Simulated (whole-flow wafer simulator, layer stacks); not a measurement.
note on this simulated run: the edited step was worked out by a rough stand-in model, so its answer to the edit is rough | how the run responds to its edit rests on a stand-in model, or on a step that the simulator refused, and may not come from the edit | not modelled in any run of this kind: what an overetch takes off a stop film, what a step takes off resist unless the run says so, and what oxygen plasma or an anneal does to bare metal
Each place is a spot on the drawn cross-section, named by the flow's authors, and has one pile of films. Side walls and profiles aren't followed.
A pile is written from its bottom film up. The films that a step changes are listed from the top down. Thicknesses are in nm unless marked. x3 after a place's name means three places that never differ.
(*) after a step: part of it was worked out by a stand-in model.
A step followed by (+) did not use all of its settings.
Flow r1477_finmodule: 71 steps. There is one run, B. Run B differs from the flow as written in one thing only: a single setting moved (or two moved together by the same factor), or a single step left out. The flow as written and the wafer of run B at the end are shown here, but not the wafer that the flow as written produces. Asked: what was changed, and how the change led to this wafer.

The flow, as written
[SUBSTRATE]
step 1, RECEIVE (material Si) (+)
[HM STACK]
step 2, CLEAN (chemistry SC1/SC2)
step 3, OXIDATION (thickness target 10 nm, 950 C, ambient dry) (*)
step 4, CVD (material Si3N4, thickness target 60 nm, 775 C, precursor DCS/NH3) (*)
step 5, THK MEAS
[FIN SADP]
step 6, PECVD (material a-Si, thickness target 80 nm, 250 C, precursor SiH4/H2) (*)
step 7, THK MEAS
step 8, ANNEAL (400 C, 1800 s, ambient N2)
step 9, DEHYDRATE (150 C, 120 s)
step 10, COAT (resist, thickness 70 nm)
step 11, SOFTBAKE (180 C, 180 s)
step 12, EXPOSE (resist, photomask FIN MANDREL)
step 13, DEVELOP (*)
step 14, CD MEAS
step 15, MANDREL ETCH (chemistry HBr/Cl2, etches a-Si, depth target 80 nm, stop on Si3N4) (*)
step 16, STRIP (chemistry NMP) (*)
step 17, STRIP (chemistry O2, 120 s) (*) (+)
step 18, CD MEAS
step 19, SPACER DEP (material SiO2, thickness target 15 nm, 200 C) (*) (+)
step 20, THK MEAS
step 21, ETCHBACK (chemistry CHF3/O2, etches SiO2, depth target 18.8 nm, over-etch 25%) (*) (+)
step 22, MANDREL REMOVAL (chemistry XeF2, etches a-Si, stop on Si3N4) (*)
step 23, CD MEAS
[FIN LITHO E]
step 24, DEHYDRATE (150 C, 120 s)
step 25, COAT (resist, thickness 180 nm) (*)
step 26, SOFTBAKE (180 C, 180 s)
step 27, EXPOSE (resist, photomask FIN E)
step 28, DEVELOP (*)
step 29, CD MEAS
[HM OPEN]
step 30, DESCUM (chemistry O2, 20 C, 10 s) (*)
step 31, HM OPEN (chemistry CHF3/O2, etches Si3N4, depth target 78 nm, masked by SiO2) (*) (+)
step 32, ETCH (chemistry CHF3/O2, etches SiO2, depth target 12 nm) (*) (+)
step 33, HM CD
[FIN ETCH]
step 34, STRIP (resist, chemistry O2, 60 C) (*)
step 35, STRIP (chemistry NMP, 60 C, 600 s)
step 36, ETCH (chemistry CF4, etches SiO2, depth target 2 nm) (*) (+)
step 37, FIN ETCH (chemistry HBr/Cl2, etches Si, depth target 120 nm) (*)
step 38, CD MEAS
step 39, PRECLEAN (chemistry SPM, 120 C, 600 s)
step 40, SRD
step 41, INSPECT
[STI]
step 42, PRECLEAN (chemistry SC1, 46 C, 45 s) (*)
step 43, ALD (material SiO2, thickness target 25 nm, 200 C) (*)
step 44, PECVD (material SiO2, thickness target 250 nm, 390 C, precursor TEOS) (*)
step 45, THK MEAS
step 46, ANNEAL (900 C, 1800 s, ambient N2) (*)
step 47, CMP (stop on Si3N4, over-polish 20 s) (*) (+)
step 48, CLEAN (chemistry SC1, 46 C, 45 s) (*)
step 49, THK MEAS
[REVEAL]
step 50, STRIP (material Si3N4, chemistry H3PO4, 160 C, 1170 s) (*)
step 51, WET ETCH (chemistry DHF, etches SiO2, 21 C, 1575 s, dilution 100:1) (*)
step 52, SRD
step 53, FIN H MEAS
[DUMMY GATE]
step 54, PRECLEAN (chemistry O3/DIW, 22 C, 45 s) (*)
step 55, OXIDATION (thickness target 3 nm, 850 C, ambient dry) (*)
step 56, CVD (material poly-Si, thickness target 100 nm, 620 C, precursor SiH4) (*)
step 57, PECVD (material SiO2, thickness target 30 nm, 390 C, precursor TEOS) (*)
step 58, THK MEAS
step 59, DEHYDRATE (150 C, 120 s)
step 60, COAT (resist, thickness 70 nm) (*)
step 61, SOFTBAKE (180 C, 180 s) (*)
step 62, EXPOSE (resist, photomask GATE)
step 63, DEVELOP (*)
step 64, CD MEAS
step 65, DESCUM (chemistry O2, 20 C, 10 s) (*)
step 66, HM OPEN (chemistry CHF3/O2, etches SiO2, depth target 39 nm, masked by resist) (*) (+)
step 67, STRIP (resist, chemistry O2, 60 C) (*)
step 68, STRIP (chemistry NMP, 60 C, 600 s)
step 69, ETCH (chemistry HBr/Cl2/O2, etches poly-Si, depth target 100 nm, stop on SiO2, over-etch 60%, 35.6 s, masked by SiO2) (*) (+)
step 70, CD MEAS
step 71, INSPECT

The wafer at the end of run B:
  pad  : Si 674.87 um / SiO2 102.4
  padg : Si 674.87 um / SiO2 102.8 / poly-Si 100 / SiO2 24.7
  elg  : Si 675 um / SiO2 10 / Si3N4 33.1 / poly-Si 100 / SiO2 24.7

The reason: step 36, ETCH: depth target 0.8 nm was run, whereas the flow has depth target 2 nm.

The path from the change to this, step by step:
  step 36, ETCH (chemistry CF4, etches SiO2, depth target 2 nm) (*) (+)
      pad, padg, esg and 19 more: chemical SiO2 loses 0.8 (it would be, as written: chemical SiO2 loses 1.45 (all of it), Si loses 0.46)
      elg, e40lg, e100lg, e200lg, elo, e40lo, e100lo, e200lo: Si3N4 loses 1 (it would be, as written: Si3N4 loses 2.5)
      (also at 6 further places)
  step 37, FIN ETCH (chemistry HBr/Cl2, etches Si, depth target 120 nm) (*)
      pad, padg, esg and 19 more: chemical SiO2 loses 0.65 (all of it), Si loses 120 (it would be, as written: Si loses 120)
  step 51, WET ETCH (chemistry DHF, etches SiO2, 21 C, 1575 s, dilution 100:1) (*)
      elg, e40lg, e100lg, e200lg, elo, e40lo, e100lo, e200lo: SiO2 loses 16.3 (all of it), Si3N4 loses 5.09 (it would be, as written: SiO2 loses 17.8 (all of it), Si3N4 loses 4.97)
